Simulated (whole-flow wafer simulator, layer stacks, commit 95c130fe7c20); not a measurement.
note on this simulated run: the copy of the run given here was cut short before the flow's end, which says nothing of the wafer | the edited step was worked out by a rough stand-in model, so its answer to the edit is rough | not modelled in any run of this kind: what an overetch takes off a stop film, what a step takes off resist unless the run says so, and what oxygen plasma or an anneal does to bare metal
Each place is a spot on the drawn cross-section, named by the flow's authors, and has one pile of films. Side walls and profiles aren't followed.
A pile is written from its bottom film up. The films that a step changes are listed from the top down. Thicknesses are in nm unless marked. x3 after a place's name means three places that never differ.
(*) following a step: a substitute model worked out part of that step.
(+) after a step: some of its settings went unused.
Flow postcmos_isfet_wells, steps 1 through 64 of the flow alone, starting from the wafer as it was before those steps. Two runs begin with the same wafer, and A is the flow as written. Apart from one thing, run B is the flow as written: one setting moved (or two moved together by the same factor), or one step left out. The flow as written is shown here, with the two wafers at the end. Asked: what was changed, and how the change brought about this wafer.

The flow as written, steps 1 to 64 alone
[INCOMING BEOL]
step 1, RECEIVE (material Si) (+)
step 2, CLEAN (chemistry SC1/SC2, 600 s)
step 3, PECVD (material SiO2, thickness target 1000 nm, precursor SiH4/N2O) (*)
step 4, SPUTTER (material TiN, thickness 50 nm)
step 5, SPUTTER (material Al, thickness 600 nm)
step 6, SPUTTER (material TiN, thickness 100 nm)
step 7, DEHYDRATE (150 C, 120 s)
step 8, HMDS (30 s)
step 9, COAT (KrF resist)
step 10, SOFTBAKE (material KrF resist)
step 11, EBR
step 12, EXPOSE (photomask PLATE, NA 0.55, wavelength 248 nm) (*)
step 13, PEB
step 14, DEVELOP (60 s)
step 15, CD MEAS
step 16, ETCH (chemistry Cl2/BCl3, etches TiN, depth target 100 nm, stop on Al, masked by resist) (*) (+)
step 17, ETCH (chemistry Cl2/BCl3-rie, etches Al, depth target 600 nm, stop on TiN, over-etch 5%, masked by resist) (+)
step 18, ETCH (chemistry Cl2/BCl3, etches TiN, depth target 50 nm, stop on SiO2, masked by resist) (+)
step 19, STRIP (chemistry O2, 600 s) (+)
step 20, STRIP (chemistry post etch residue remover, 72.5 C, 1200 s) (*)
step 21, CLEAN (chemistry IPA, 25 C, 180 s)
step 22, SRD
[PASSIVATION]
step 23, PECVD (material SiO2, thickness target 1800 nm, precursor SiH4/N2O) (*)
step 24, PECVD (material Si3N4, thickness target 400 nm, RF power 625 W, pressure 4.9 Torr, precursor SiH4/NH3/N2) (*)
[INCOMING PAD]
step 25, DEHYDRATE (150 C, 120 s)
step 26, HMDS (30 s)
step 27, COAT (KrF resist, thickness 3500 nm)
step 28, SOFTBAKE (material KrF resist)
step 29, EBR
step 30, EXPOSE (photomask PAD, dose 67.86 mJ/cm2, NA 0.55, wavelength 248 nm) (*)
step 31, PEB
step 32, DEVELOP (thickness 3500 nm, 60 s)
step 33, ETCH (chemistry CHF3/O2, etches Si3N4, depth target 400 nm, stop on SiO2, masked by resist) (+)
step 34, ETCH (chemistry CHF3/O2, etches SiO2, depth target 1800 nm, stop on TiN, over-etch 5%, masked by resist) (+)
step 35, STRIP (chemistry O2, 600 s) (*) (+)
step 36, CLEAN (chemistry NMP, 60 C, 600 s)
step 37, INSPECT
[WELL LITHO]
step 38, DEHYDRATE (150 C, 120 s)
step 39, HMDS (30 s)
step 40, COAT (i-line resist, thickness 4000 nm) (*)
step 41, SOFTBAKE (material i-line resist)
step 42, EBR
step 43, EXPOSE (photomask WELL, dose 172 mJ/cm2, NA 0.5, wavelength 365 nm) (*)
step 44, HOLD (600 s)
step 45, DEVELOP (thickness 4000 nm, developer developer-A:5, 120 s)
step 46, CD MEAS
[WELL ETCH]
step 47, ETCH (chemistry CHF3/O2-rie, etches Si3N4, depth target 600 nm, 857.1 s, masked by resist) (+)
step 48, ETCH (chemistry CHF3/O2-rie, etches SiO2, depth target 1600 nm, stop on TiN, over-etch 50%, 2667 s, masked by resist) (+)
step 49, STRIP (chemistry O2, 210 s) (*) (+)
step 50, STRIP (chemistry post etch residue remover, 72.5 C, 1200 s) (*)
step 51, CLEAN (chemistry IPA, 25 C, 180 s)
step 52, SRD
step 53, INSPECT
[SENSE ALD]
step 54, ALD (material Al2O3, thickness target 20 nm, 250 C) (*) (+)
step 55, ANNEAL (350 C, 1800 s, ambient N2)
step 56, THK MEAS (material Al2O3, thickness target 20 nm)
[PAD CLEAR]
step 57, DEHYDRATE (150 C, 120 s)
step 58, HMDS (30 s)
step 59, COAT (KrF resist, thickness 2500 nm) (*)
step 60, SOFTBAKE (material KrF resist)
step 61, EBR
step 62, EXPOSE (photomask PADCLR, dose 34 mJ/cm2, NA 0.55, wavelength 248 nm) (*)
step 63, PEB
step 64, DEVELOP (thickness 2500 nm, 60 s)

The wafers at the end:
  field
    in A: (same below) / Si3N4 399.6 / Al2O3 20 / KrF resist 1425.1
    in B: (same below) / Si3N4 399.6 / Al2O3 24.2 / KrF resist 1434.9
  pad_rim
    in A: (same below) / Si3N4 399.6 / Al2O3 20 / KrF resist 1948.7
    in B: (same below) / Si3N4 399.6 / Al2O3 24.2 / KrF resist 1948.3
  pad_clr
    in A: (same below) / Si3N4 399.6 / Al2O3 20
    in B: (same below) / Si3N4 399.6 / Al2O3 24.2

What caused this: step 54, ALD: thickness target 24.2 nm was run, whereas the flow has thickness target 20 nm.
The wafer lets one read it off: field has Al2O3 24.2, and step 54 as written asks for 20 nm.

The path from the change to this, step by step:
  step 54, ALD (material Al2O3, thickness target 20 nm, 250 C) (*) (+)
      field, margin, well900, well1300 x3, pad_rim, pad_clr, pad_open: A Al2O3 gains 20 (new film) | B Al2O3 gains 24.2 (new film)
